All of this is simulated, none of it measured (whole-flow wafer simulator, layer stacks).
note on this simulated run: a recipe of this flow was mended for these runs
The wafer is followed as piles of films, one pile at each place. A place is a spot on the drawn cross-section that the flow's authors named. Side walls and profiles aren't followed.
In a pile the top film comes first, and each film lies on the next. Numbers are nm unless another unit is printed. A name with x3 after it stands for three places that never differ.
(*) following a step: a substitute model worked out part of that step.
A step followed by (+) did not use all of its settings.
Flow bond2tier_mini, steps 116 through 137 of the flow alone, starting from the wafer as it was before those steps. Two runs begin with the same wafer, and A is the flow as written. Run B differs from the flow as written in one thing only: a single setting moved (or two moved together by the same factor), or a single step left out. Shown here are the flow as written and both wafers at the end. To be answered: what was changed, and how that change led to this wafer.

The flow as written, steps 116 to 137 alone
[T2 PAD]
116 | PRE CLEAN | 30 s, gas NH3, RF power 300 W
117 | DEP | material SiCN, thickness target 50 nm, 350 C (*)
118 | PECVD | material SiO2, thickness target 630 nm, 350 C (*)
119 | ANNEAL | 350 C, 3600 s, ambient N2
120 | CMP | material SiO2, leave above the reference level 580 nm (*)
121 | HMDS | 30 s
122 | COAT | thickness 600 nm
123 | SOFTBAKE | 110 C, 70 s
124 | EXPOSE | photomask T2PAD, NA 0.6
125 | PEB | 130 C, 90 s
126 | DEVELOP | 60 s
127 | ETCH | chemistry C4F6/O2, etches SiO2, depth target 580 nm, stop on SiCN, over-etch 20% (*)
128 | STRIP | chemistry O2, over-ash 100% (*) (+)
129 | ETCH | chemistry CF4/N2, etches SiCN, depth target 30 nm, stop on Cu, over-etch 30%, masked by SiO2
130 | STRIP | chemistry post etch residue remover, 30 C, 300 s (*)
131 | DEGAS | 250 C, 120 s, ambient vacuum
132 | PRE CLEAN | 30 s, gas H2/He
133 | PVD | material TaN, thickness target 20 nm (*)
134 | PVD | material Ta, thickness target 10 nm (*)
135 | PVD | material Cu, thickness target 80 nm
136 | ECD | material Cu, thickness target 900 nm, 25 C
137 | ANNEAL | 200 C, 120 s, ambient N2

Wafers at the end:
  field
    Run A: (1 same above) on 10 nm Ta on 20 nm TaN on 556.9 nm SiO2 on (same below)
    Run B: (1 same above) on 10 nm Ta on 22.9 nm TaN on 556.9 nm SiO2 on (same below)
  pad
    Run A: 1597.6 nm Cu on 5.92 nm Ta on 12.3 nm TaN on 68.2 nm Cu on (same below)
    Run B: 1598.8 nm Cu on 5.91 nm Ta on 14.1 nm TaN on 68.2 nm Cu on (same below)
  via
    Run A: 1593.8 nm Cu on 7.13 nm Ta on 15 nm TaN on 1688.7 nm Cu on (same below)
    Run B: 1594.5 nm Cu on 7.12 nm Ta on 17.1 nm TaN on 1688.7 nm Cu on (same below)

What caused this: step 133, PVD: thickness target 22.9 nm was run, though the flow has thickness target 20 nm.
The wafer itself shows it: field has TaN 22.9, and step 133 as written asks for 20 nm.

How this came from the change, step by step:
  133 | PVD | material TaN, thickness target 20 nm (*)
      field: A TaN gains 20 (new film) | B TaN gains 22.9 (new film)
      pad: A TaN gains 12.3 (new film) | B TaN gains 14.1 (new film)
      (and at 1 other place as well)
